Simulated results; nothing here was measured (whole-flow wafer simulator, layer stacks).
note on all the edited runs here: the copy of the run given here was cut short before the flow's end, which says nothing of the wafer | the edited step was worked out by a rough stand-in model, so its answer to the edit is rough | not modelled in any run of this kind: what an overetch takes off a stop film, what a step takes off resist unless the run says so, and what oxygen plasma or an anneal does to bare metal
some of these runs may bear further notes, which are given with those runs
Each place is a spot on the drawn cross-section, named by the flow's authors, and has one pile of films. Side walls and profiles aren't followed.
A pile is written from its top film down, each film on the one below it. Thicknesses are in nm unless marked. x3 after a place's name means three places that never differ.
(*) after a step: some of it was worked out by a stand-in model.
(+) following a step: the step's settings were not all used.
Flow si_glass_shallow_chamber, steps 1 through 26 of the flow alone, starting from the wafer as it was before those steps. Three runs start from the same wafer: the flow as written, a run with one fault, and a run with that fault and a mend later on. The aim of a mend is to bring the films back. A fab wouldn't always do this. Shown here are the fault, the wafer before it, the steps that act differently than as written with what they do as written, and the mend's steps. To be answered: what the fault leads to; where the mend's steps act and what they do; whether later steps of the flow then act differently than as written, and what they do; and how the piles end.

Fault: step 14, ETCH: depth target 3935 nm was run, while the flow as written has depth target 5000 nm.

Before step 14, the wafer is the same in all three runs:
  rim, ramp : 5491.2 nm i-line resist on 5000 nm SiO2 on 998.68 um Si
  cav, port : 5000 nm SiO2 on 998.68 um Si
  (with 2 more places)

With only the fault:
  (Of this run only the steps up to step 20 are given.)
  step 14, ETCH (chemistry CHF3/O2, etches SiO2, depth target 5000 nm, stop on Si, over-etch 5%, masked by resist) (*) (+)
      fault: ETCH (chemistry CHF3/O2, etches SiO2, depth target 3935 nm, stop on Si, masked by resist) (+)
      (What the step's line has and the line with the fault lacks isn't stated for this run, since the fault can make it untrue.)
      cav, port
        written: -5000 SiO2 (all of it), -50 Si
        fault: -4131.8 SiO2
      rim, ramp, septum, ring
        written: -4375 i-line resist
        fault: -3443.1 i-line resist
  Steps later in the flow that act otherwise than as written:
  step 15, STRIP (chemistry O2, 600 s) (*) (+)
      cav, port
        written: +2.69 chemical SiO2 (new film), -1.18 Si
        fault: nothing
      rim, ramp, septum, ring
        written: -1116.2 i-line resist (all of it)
        fault: -2048 i-line resist (all of it)
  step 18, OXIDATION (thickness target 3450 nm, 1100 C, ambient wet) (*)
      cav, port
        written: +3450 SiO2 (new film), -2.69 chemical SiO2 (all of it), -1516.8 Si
        fault: +2708.3 SiO2, -1191.6 Si
  The piles after step 20 differ from the flow's at cav, port by more than 2% or 0.5 nm, whichever is larger.
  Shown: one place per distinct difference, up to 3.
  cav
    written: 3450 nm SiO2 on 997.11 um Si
    fault: 3576.5 nm SiO2 on 997.49 um Si

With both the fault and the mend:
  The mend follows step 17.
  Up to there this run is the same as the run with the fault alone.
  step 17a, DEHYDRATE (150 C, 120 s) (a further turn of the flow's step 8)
      leaves every film unchanged at each place that is followed
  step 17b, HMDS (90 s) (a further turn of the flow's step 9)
      leaves every film unchanged at each place that is followed
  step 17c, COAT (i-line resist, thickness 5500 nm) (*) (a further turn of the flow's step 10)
      rim
        +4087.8 i-line resist (new film)
      ramp
        +3494 i-line resist (new film)
      cav
        +6170.2 i-line resist (new film)
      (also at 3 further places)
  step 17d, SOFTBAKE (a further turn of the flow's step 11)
      rim
        -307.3 i-line resist
      ramp
        -245.6 i-line resist
      cav
        +182.3 i-line resist
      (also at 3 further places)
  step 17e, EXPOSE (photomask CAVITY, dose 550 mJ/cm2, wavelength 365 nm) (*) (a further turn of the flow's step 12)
      leaves every film unchanged at each place that is followed
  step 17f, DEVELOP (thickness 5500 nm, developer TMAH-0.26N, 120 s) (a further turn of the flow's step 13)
      rim, ramp, septum, ring
        -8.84 i-line resist
      cav
        -6352.5 i-line resist (all of it)
      port
        -5793.5 i-line resist (all of it)
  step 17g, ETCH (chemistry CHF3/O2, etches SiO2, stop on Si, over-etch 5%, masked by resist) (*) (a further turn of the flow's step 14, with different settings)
      rim, ramp, septum, ring
        -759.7 i-line resist
      cav, port
        -868.2 SiO2 (all of it), -50 Si
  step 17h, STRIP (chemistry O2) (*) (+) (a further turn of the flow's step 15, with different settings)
      cav, port
        +2.69 chemical SiO2 (new film), -1.18 Si
      rim
        -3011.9 i-line resist (all of it)
      ramp
        -2479.9 i-line resist (all of it)
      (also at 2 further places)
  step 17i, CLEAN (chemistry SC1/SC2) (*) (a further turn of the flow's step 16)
      leaves every film unchanged at each place that is followed
  Later steps of the flow that are run all act as written at every place that is followed.
  At every place that both follow, the piles at the end match the flow's.
